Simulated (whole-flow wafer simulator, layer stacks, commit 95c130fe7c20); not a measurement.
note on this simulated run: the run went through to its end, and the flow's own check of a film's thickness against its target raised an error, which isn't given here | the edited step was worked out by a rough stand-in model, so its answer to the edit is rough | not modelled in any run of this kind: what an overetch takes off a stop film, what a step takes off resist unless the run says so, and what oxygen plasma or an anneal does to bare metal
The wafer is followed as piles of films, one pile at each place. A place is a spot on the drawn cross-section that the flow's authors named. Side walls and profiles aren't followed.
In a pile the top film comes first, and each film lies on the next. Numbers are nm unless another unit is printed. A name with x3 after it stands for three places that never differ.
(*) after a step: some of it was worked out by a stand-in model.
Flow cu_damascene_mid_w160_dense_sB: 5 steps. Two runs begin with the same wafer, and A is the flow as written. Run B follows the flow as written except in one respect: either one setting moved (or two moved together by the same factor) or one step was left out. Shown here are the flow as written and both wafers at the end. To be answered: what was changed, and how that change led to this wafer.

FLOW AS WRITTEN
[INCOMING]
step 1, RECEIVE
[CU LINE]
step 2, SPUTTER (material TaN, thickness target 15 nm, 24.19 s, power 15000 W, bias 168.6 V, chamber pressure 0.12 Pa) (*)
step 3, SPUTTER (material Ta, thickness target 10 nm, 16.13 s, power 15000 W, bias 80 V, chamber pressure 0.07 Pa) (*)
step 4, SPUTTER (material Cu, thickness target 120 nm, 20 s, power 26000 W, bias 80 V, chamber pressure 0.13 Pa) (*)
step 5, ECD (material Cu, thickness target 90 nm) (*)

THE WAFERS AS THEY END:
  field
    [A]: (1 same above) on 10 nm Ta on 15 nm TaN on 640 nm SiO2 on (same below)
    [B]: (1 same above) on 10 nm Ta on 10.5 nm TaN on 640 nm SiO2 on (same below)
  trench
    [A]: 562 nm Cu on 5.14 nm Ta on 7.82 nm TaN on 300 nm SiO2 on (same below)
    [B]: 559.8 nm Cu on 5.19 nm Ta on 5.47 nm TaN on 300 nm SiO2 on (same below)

What caused this: step 2, SPUTTER: thickness target 10.5 nm was run, though the flow has thickness target 15 nm.
One can read it off the wafer: field has TaN 10.5, and step 2 as written asks for 15 nm.

Step by step, how the change led to this:
  step 2, SPUTTER (material TaN, thickness target 15 nm, 24.19 s, power 15000 W, bias 168.6 V, chamber pressure 0.12 Pa) (*)
      field: A TaN gains 15 (new film) | B TaN gains 10.5 (new film)
      trench: A TaN gains 7.82 (new film) | B TaN gains 5.47 (new film)
